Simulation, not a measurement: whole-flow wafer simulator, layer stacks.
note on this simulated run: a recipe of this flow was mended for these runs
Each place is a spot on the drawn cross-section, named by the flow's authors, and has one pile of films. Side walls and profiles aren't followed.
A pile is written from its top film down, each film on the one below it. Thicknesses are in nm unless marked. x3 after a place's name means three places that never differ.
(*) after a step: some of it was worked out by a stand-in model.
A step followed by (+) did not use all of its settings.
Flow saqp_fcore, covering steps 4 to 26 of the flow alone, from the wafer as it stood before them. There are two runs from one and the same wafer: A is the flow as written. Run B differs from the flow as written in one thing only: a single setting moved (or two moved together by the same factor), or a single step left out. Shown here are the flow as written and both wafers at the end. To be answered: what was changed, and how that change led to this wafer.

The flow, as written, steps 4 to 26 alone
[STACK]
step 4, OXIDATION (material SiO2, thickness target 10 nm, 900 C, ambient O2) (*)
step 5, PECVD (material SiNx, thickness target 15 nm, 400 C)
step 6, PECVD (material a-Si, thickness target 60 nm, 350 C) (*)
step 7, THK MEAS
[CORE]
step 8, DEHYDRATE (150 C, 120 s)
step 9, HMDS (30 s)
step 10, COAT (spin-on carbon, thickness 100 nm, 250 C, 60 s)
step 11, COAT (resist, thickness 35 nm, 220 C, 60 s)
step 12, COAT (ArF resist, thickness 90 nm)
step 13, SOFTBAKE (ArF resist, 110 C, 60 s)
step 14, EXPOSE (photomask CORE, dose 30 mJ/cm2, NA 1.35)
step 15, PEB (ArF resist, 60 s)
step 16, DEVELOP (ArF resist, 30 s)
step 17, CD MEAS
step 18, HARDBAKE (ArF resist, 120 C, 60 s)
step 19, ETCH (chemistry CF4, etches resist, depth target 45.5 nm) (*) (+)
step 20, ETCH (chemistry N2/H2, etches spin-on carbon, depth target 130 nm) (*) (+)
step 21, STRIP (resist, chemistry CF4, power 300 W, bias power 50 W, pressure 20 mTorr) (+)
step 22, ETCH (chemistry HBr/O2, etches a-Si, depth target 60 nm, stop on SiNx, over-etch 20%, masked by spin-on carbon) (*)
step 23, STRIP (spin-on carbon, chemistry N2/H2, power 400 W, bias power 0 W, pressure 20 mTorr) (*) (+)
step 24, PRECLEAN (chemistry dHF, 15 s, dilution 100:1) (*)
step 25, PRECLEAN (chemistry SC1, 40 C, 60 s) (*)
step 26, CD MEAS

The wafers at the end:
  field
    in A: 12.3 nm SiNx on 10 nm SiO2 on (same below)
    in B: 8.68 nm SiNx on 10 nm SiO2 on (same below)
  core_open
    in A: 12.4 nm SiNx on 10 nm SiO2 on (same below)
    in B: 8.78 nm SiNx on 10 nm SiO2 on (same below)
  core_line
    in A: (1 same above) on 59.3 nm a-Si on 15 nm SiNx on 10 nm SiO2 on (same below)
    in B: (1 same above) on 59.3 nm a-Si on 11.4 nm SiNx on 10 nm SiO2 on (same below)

The reason: step 5, PECVD: thickness target 11.4 nm was run, whereas the flow has thickness target 15 nm.
One can read it off the wafer: core_line has SiNx 11.4, and step 5 as written asks for 15 nm.

Step by step, how the change led to this:
  step 5, PECVD (material SiNx, thickness target 15 nm, 400 C)
      field, core_open, core_line: A SiNx gains 15 (new film) | B SiNx gains 11.4 (new film)
